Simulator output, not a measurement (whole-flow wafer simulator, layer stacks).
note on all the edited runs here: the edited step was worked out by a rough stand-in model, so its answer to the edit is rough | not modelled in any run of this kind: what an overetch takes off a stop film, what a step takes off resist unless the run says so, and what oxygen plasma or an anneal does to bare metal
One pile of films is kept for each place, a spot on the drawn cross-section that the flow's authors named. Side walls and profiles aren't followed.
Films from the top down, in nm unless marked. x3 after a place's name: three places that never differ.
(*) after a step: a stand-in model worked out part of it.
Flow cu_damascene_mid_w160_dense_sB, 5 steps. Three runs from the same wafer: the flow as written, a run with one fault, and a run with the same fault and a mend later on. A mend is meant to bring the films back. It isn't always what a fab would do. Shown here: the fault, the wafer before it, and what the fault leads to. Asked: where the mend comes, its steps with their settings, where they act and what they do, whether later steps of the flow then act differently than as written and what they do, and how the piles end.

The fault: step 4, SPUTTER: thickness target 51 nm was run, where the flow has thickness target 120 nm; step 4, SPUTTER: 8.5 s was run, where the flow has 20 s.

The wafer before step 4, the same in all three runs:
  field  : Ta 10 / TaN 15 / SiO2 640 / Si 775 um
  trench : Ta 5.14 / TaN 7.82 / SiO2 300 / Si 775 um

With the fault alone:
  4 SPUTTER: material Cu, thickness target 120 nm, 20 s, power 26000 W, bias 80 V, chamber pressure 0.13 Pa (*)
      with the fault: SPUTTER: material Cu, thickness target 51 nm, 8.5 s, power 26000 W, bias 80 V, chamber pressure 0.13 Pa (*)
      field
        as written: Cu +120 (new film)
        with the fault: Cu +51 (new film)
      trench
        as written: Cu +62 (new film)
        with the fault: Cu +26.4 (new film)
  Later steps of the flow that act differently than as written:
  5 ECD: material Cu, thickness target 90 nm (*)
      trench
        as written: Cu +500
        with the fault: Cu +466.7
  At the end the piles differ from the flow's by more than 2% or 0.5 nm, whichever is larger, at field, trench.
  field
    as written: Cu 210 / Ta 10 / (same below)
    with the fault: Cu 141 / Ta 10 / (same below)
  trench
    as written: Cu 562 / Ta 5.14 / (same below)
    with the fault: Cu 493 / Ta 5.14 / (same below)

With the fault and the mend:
  The mend comes after step 4.
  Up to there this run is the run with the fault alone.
  4a SPUTTER: material Cu, thickness target 69 nm, 11.5 s, power 26000 W, bias 80 V, chamber pressure 0.13 Pa (*) (the flow's step 4 once more, with other settings)
      field
        Cu +69
      trench
        Cu +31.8
  No later step of the flow acts differently than as written, at any place that is followed, by more than 2% or 0.5 nm, whichever is larger.
  At the end the piles are the same as the flow's at every place that both follow.
